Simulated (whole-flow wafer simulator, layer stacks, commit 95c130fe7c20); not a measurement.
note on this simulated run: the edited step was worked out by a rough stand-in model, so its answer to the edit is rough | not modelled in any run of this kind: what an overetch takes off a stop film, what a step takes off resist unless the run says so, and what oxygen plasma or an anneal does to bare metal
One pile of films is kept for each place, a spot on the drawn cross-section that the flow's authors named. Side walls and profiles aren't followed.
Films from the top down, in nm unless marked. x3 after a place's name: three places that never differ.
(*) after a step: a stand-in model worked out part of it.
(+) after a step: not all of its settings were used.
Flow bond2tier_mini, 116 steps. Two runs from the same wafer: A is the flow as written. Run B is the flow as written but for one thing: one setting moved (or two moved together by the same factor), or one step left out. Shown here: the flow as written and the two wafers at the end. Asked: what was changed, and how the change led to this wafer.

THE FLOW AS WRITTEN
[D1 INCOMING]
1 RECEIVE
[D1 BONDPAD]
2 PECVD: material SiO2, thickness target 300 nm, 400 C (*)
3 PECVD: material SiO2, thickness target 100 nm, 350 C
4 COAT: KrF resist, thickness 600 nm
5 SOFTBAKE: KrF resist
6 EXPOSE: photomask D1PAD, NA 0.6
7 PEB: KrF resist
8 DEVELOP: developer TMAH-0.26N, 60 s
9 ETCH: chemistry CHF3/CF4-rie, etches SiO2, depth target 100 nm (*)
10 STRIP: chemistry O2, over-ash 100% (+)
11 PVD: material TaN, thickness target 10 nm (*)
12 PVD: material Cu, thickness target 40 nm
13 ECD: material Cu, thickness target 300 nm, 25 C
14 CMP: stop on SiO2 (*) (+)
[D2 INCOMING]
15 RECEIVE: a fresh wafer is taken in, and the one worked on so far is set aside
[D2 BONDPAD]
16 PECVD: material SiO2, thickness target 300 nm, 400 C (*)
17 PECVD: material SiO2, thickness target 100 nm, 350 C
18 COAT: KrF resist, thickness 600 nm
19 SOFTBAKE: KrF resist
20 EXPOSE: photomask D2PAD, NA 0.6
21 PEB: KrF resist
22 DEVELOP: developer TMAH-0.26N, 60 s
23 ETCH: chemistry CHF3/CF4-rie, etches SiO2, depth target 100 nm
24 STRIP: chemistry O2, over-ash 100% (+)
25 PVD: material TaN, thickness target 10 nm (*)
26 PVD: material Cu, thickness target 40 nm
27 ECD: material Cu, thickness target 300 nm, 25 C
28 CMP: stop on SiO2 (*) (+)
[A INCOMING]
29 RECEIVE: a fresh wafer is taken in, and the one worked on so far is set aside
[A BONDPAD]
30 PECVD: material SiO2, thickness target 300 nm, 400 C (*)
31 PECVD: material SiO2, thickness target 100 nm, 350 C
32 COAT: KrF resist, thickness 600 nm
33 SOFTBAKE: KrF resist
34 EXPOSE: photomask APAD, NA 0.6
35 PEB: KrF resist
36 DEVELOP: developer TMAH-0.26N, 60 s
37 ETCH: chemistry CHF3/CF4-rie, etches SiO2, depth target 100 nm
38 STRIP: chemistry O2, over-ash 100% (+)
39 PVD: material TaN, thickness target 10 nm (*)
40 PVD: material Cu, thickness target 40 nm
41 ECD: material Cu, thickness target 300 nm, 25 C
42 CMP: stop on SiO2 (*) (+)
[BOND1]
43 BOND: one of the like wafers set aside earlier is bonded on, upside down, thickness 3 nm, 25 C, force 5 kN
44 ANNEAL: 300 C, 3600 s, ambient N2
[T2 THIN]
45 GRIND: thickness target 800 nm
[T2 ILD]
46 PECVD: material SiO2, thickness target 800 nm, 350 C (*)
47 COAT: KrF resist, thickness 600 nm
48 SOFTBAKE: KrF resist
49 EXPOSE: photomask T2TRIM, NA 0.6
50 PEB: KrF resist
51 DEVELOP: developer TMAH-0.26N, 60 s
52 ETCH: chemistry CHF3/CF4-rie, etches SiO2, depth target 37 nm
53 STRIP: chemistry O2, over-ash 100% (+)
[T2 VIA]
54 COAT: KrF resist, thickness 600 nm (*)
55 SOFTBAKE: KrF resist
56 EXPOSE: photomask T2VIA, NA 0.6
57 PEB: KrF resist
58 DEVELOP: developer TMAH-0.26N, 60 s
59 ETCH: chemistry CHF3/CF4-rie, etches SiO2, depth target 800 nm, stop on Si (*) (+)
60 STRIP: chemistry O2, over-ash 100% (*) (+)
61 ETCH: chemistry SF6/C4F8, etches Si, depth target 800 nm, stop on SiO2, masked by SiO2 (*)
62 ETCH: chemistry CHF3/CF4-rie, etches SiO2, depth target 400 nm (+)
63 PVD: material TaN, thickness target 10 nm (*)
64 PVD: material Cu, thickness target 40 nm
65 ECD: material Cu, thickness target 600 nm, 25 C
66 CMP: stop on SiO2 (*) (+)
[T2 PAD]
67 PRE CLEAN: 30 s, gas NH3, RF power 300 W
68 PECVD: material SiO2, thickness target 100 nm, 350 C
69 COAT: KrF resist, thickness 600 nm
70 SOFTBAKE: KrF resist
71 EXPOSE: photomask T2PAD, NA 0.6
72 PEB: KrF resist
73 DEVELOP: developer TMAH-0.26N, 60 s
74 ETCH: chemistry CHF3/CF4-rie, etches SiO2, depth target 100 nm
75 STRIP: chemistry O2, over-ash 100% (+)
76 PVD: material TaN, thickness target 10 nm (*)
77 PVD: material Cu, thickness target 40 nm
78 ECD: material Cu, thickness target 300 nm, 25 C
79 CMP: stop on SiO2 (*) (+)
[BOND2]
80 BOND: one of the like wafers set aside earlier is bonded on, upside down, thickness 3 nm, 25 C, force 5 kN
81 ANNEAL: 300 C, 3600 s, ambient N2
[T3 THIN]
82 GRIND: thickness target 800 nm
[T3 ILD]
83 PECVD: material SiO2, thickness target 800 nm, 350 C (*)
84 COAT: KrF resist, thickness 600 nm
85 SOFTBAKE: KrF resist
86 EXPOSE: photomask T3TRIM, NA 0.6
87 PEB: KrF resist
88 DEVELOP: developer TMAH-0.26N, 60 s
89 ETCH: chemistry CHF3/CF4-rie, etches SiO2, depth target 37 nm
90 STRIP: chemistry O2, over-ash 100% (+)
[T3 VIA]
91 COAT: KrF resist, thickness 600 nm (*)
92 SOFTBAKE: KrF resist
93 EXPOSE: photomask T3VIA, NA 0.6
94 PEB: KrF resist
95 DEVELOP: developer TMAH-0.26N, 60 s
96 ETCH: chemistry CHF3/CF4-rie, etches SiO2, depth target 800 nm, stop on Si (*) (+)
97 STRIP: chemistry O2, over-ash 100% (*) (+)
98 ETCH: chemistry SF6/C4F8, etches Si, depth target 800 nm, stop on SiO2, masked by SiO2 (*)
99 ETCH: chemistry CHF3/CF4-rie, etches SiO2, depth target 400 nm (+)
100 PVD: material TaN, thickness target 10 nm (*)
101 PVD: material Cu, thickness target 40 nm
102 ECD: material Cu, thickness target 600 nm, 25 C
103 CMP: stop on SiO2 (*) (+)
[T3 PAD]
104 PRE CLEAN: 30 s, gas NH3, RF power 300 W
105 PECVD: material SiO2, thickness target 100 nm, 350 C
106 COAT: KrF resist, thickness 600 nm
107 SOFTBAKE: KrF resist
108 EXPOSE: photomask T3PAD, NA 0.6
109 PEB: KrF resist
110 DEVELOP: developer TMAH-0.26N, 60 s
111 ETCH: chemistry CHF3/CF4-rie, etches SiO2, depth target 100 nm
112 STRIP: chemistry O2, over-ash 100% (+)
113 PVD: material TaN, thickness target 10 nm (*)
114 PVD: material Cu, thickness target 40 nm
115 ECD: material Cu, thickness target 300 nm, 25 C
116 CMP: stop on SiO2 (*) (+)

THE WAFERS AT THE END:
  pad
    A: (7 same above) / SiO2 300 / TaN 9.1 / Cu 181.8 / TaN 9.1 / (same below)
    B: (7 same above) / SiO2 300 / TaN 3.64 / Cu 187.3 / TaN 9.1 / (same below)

The cause: step 25, PVD: thickness target 4 nm was run, where the flow has thickness target 10 nm.

How the change led to this, step by step:
  25 PVD: material TaN, thickness target 10 nm (*)
      field: A TaN +10 (new film) | B TaN +4 (new film)
      pad: A TaN +9.1 (new film) | B TaN +3.64 (new film)
      (and at 1 more place)
  28 CMP: stop on SiO2 (*) (+)
      field: A Cu -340 (all of it), TaN -10 (all of it) | B Cu -340 (all of it), TaN -4 (all of it)
  80 BOND: one of the like wafers set aside earlier is bonded on, upside down, thickness 3 nm, 25 C, force 5 kN
      pad: A Si +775 um (new film), chemical SiO2 +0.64 (new film), SiO2 +300 (new film), TaN +9.1 (new film), Cu +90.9 | B Si +775 um (new film), chemical SiO2 +0.64 (new film), SiO2 +300 (new film), TaN +3.64 (new film), Cu +96.4
